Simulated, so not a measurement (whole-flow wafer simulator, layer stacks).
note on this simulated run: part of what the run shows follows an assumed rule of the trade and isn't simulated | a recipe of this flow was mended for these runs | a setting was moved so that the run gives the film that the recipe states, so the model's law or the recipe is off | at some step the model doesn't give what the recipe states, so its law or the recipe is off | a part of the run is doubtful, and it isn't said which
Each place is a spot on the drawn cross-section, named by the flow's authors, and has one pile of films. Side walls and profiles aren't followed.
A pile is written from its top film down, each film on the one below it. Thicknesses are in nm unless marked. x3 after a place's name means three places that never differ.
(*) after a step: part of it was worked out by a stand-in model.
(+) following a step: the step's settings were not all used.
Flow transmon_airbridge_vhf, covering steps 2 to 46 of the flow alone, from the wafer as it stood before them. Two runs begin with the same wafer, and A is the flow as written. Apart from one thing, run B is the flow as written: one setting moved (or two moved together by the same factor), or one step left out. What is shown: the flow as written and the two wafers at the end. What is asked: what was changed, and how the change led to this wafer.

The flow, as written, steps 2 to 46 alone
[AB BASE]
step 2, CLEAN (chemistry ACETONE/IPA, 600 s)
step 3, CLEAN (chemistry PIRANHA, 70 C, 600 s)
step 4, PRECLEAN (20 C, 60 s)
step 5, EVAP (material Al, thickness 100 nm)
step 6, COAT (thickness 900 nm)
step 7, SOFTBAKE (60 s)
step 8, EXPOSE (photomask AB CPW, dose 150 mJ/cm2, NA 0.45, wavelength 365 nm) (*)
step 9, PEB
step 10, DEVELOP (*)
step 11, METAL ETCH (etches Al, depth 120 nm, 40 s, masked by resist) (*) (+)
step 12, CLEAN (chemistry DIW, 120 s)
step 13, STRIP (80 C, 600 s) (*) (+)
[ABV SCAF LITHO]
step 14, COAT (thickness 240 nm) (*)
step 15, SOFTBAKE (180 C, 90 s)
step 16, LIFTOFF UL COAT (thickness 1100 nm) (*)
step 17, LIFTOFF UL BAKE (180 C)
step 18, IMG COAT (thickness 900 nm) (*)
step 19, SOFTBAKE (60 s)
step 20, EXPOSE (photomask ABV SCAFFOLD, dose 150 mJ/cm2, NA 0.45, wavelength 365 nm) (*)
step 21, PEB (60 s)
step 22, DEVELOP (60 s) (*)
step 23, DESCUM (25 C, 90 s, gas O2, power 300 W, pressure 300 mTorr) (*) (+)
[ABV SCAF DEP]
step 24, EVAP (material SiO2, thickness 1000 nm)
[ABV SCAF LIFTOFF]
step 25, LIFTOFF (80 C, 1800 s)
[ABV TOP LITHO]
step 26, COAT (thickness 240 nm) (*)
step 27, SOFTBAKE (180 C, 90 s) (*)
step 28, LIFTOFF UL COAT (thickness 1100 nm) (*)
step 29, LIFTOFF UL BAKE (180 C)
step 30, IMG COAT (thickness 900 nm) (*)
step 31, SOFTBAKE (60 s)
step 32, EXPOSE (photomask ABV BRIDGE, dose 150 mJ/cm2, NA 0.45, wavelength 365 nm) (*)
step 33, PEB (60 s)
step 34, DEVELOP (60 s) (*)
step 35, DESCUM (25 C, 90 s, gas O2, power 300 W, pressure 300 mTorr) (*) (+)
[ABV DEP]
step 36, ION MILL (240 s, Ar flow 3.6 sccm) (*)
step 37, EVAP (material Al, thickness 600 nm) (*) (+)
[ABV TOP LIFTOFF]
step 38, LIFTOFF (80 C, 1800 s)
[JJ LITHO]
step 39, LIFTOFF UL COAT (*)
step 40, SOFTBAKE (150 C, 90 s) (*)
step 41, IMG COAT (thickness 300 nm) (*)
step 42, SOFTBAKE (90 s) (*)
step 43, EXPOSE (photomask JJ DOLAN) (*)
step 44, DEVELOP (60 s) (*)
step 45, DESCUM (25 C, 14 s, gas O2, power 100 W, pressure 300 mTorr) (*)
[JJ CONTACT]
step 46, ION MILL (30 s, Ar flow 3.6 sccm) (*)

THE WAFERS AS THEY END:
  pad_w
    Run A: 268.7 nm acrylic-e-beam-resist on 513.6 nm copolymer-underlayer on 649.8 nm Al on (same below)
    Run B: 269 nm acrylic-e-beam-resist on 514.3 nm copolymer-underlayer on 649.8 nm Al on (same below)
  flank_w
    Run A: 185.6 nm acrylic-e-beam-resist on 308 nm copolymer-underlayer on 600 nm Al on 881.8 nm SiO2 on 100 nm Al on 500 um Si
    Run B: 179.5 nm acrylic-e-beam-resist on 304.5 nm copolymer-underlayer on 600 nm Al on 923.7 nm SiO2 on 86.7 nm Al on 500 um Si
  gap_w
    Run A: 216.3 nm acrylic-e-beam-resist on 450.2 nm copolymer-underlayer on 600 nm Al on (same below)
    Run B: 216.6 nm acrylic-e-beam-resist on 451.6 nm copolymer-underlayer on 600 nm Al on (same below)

The reason: step 14, COAT: thickness 240 nm (*), was omitted.

The path from the change to this, step by step:
  step 22, DEVELOP (60 s) (*)
      margin_s, bridge_strip, margin_n: A -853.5 i-line-resist (all of it), -1100 lift-off-underlayer (all of it) | B -853.5 i-line-resist (all of it), -1100 lift-off-underlayer (all of it), -13.3 Al
      flank_w, flank_e: A -861.4 i-line-resist (all of it), -1084.6 lift-off-underlayer (all of it) | B -859 i-line-resist (all of it), -1067.3 lift-off-underlayer (all of it), -13.3 Al
      (and at 1 other place as well)
  step 23, DESCUM (25 C, 90 s, gas O2, power 300 W, pressure 300 mTorr) (*) (+)
      margin_s, bridge_strip, margin_n: A -240 acrylic-e-beam-resist (all of it) | B nothing
      flank_w, flank_e: A -220.6 acrylic-e-beam-resist (all of it) | B nothing
      (and at 12 other places as well)
  step 24, EVAP (material SiO2, thickness 1000 nm)
      flank_w, flank_e: A +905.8 SiO2 (new film) | B +947.7 SiO2 (new film)
  step 25, LIFTOFF (80 C, 1800 s)
      field x3, jj_line, trace_open_s x2: A -1000 SiO2 (all of it), -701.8 i-line-resist (all of it), -1100 lift-off-underlayer (all of it), -240 acrylic-e-beam-resist (all of it) | B -1000 SiO2 (all of it), -639.5 i-line-resist (all of it), -1100 lift-off-underlayer (all of it)
      pad_w, pad_e: A -1000 SiO2 (all of it), -696.3 i-line-resist (all of it), -1089.9 lift-off-underlayer (all of it), -239.3 acrylic-e-beam-resist (all of it) | B -1000 SiO2 (all of it), -632.7 i-line-resist (all of it), -1090.9 lift-off-underlayer (all of it)
      (and at 1 other place as well)
  step 26, COAT (thickness 240 nm) (*)
      flank_w, flank_e: A +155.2 acrylic-e-beam-resist (new film) | B +150.1 acrylic-e-beam-resist (new film)
  step 35, DESCUM (25 C, 90 s, gas O2, power 300 W, pressure 300 mTorr) (*) (+)
      flank_w, flank_e: A -155.2 acrylic-e-beam-resist (all of it) | B -150.1 acrylic-e-beam-resist (all of it)
  step 41, IMG COAT (thickness 300 nm) (*)
      flank_w, flank_e: A +217.1 acrylic-e-beam-resist (new film) | B +211 acrylic-e-beam-resist (new film)
